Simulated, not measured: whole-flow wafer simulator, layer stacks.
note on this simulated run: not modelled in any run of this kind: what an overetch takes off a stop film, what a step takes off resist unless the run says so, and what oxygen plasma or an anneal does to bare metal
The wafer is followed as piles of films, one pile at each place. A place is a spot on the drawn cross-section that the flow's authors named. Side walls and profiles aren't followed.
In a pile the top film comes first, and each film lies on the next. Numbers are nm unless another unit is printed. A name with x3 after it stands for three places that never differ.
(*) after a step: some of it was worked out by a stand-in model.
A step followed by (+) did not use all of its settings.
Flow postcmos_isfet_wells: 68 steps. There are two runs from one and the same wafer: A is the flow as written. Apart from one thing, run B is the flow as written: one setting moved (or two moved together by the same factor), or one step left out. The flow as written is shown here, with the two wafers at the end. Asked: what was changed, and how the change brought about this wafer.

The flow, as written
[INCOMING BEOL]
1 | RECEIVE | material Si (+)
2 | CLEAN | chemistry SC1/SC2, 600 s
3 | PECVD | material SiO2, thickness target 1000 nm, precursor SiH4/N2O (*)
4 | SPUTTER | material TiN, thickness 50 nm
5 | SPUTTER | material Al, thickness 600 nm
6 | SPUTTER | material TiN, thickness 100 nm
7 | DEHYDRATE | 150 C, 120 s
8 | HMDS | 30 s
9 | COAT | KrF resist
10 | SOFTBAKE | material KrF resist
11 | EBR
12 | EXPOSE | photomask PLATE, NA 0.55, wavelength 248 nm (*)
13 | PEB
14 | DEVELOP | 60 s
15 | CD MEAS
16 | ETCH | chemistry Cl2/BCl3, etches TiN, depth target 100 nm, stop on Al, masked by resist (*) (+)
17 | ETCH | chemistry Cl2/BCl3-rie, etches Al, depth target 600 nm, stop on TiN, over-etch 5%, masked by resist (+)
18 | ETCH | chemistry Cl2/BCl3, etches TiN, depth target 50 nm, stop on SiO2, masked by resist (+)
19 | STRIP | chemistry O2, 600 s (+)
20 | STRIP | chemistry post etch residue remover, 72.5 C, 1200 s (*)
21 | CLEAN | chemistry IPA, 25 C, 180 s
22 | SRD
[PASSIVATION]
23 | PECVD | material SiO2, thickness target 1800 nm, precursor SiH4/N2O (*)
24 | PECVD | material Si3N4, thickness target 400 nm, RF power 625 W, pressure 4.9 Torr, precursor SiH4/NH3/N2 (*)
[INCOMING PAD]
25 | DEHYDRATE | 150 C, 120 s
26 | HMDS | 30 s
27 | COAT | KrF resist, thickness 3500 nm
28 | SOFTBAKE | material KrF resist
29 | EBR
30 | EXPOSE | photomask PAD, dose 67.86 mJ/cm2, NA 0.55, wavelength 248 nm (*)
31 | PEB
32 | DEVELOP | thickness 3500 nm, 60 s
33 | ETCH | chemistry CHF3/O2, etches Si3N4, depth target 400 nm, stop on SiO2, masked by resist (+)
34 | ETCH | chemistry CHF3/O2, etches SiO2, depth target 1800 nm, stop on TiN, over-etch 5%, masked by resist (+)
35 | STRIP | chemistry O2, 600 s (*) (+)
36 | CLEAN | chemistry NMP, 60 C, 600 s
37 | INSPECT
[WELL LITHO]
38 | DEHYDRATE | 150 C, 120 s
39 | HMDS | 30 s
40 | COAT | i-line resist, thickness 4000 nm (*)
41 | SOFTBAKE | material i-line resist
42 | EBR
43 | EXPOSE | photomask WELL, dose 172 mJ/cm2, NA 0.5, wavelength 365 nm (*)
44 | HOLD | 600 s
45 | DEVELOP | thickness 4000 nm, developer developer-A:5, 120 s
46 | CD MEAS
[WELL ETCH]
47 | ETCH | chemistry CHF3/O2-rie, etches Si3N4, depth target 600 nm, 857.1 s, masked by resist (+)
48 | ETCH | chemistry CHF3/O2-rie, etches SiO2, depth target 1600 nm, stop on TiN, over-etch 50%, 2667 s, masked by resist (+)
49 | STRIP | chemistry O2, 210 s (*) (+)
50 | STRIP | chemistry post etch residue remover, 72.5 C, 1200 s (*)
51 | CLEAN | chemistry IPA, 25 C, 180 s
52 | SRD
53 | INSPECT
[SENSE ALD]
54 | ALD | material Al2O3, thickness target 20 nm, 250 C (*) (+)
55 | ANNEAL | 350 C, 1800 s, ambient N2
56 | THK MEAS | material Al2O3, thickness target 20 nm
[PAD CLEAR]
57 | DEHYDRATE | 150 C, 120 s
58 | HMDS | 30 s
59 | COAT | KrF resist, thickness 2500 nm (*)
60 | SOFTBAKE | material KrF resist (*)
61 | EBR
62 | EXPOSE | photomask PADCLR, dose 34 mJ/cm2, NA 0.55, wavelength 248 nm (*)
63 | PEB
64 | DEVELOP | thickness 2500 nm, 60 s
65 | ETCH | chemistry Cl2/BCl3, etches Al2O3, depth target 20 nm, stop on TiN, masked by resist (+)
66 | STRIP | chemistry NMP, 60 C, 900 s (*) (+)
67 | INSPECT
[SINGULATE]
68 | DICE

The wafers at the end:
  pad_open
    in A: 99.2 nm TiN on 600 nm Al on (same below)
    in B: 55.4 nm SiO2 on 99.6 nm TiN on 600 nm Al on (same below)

Cause: step 33, ETCH: depth target 347.2 nm was run, while the flow as written has depth target 400 nm.

How this came from the change, step by step:
  33 | ETCH | chemistry CHF3/O2, etches Si3N4, depth target 400 nm, stop on SiO2, masked by resist (+)
      pad_open: A Si3N4 loses 400 (all of it) | B Si3N4 loses 347.2
      field, margin, well900, well1300 x3, pad_rim, pad_clr: A KrF resist loses 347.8 | B KrF resist loses 301.9
  34 | ETCH | chemistry CHF3/O2, etches SiO2, depth target 1800 nm, stop on TiN, over-etch 5%, masked by resist (+)
      pad_open: A SiO2 loses 1800 (all of it) | B Si3N4 loses 52.8 (all of it), SiO2 loses 1744.6
  35 | STRIP | chemistry O2, 600 s (*) (+)
      field, margin, well900, well1300 x3, pad_rim, pad_clr: A KrF resist loses 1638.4 (all of it) | B KrF resist loses 1684.3 (all of it)
  41 | SOFTBAKE | material i-line resist
      pad_clr: A i-line resist loses 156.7 | B i-line resist loses 151.1
      pad_open: A i-line resist gains 115.3 | B i-line resist gains 112.9
